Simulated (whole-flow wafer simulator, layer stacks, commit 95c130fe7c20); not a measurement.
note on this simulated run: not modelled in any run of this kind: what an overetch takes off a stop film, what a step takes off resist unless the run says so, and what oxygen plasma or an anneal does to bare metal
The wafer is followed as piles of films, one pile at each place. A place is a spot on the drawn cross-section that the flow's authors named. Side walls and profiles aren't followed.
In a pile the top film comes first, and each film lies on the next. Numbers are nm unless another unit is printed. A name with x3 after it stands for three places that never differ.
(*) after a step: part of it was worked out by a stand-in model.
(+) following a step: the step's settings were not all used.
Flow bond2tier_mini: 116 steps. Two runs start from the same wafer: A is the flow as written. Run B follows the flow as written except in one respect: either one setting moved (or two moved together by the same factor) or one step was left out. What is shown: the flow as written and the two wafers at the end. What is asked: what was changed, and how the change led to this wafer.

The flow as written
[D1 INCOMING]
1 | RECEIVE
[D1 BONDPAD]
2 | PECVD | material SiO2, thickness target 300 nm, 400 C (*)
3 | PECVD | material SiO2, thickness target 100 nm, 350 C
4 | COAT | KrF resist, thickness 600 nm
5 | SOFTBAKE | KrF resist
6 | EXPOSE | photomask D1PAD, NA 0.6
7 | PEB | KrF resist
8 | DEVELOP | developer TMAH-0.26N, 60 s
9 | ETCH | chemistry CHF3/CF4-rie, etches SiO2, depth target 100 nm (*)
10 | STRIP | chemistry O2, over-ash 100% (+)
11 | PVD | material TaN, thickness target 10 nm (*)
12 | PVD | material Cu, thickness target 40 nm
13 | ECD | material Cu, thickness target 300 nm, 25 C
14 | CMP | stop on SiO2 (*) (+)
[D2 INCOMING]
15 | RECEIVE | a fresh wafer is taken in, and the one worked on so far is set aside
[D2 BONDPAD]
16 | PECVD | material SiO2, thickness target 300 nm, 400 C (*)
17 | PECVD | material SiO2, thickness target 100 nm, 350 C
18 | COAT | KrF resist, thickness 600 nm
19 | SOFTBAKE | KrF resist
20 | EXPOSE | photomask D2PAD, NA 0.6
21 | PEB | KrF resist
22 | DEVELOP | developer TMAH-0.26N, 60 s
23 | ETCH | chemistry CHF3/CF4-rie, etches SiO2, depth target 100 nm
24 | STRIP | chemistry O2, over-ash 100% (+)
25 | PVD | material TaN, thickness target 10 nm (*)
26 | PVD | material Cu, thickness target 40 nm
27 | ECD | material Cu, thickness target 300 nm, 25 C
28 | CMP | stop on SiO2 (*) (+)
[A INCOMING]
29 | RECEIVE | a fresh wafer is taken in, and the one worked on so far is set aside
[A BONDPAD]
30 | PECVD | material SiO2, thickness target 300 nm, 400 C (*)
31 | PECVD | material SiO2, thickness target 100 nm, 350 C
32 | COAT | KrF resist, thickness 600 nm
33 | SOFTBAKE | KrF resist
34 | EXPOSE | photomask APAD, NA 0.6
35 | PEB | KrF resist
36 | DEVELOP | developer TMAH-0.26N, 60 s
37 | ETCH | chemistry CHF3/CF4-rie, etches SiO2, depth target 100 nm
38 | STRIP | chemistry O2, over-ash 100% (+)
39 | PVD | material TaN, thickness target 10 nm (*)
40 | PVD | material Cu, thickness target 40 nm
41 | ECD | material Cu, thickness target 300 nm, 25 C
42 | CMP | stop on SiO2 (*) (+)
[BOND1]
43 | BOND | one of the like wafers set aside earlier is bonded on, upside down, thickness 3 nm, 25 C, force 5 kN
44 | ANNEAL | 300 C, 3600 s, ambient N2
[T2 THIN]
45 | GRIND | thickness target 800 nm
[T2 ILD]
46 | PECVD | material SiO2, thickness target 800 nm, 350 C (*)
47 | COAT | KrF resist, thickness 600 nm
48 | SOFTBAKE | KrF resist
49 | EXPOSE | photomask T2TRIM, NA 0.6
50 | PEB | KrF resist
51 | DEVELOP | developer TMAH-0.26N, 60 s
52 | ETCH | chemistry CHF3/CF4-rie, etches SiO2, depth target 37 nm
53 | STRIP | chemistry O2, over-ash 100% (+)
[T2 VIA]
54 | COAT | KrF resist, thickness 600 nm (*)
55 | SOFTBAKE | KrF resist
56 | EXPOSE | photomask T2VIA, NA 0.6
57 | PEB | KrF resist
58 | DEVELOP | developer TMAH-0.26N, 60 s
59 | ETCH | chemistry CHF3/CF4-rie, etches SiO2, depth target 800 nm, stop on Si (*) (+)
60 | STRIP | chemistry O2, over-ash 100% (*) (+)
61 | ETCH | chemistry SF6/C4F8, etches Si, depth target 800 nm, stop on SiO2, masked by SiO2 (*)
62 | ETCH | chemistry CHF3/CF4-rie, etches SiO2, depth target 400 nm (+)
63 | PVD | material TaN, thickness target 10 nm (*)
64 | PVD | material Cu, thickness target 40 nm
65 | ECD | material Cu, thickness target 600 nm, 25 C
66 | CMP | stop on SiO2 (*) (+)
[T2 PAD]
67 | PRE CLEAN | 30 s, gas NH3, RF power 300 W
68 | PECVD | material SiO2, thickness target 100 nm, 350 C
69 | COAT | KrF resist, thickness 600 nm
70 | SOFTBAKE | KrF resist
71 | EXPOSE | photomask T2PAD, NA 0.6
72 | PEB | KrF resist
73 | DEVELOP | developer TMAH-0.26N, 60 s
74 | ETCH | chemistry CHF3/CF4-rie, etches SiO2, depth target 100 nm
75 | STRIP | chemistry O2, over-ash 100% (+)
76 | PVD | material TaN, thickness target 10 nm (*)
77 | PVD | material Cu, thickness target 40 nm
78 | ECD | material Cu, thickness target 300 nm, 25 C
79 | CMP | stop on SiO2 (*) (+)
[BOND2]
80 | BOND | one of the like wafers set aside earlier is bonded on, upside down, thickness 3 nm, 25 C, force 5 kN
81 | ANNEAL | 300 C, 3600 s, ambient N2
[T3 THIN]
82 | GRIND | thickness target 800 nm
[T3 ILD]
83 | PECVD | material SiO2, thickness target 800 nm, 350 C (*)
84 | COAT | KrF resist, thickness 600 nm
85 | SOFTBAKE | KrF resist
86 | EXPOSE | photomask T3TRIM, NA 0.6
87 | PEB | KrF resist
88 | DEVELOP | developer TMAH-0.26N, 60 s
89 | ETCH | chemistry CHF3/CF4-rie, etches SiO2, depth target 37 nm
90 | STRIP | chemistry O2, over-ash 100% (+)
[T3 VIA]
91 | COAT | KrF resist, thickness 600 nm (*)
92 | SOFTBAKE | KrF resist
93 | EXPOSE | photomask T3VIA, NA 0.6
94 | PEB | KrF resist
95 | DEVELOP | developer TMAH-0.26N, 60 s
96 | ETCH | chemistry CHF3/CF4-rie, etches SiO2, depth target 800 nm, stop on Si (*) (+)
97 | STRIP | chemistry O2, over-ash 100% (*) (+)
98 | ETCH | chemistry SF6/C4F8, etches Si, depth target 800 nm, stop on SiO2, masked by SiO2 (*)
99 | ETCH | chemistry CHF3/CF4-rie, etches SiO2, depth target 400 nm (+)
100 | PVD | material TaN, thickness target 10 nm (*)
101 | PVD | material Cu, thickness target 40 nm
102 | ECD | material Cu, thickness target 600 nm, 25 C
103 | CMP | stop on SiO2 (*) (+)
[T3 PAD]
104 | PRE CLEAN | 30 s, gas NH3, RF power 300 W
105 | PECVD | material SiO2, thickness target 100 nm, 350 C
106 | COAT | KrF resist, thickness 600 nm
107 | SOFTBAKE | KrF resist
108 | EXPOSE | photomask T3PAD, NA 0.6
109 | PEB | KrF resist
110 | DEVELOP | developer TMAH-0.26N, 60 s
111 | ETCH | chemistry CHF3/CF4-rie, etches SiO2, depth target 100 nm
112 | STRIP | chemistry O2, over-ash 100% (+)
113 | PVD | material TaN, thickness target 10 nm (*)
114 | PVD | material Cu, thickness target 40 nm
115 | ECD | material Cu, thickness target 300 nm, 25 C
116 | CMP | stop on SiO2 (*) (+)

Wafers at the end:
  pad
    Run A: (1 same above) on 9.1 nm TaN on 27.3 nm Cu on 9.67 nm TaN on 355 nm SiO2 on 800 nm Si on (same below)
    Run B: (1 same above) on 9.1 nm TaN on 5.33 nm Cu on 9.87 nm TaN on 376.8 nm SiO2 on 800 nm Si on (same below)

Cause: step 89, ETCH: depth target 15.2 nm was run, while the flow as written has depth target 37 nm.

How this came from the change, step by step:
  89 | ETCH | chemistry CHF3/CF4-rie, etches SiO2, depth target 37 nm
      field: A KrF resist loses 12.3 | B KrF resist loses 5.07
      pad: A SiO2 loses 37 | B SiO2 loses 15.2
  97 | STRIP | chemistry O2, over-ash 100% (*) (+)
      field: A KrF resist loses 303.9 (all of it) | B KrF resist loses 313.1 (all of it)
      pad: A KrF resist loses 336 (all of it) | B KrF resist loses 326.3 (all of it)
  101 | PVD | material Cu, thickness target 40 nm
      pad: A Cu gains 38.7 (new film) | B Cu gains 39.5 (new film)
  102 | ECD | material Cu, thickness target 600 nm, 25 C
      pad: A Cu gains 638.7 | B Cu gains 615.8
